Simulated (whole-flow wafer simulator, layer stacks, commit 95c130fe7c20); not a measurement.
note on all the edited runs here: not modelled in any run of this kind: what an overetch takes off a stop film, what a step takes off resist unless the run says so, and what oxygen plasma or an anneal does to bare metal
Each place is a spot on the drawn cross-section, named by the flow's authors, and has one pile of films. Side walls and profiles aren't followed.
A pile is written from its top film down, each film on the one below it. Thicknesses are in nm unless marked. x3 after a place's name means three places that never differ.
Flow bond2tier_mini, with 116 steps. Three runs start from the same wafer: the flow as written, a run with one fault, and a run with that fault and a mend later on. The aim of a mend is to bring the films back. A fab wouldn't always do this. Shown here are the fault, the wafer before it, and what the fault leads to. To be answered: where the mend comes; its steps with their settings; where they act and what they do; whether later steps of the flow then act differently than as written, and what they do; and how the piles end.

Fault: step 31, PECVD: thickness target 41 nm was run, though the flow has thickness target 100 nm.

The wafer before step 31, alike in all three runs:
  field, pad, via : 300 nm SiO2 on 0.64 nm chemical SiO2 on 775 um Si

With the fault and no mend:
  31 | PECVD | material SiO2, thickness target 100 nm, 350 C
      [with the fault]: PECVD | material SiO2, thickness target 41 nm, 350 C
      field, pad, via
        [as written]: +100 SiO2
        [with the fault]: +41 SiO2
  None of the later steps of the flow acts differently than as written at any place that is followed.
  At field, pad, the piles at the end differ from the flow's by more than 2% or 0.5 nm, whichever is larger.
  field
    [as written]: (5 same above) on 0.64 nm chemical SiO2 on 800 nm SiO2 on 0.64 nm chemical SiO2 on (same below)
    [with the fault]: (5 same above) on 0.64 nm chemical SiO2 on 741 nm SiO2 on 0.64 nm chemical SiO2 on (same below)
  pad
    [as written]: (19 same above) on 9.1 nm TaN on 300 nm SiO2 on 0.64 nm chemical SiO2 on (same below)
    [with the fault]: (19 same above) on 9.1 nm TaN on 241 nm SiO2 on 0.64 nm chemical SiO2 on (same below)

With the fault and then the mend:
  The mend stands after step 31.
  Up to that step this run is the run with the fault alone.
  31a | PECVD | material SiO2, thickness target 59 nm, 350 C (the flow's step 31 again, with other settings)
      field, pad, via
        +59 SiO2
  None of the later steps of the flow acts differently than as written at any place that is followed.
  At every place that both follow, the piles at the end match the flow's.
